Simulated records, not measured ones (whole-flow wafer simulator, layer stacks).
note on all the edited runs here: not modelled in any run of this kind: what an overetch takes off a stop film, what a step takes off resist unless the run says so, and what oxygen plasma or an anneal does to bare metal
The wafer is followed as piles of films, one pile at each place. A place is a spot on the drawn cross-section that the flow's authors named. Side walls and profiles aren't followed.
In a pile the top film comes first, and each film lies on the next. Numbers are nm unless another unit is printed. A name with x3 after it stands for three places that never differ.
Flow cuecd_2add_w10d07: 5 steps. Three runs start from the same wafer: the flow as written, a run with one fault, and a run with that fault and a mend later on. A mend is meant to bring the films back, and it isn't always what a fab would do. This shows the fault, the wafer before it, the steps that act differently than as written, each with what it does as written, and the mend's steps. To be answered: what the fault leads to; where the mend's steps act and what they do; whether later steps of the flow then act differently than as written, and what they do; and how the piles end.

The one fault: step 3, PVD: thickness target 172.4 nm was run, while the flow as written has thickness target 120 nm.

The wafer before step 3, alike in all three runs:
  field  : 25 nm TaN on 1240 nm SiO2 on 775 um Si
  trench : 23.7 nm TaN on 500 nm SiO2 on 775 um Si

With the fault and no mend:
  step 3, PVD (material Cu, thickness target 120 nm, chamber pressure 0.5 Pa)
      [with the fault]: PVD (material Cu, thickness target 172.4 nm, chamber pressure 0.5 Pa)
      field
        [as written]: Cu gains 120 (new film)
        [with the fault]: Cu gains 172.4 (new film)
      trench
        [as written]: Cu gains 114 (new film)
        [with the fault]: Cu gains 164 (new film)
  Later steps of the flow that are run all act as written at every place that is followed.
  At field, trench, the piles at the end differ from the flow's by more than 2% or 0.5 nm, whichever is larger.
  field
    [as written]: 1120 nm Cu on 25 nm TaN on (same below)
    [with the fault]: 1172.4 nm Cu on 25 nm TaN on (same below)
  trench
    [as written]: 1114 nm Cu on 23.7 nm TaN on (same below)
    [with the fault]: 1164 nm Cu on 23.7 nm TaN on (same below)

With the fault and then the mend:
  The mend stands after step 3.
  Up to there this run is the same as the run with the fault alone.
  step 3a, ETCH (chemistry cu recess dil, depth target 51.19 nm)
      field, trench
        Cu loses 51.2
  Later steps of the flow that are run all act as written at every place that is followed.
  At the end the piles are close to the flow's at the places that both follow, differing by at most 2% or 0.5 nm, whichever is larger.
